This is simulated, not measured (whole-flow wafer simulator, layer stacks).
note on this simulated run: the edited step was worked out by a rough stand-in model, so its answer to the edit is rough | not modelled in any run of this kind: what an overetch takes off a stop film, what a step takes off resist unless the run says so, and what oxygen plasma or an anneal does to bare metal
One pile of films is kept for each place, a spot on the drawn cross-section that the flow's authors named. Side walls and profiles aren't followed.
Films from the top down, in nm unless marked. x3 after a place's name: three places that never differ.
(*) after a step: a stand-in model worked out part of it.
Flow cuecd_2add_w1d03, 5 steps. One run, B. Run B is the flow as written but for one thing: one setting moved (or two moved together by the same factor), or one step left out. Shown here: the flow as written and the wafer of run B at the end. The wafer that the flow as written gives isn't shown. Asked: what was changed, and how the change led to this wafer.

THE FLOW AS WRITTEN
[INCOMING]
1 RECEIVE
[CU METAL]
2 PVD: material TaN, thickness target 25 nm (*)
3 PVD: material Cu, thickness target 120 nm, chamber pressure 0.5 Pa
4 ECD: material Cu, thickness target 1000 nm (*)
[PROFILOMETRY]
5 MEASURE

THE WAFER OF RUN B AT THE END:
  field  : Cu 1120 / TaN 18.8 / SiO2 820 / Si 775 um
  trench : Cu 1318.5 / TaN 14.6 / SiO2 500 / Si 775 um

The cause: step 2, PVD: thickness target 18.8 nm was run, where the flow has thickness target 25 nm.
It can be read off the wafer: field has TaN 18.8, and step 2 as written asks for 25 nm.

How the change led to this, step by step:
  2 PVD: material TaN, thickness target 25 nm (*)
      field: TaN +18.8 (new film) (as written it would be: TaN +25 (new film))
      trench: TaN +14.6 (new film) (as written it would be: TaN +19.4 (new film))
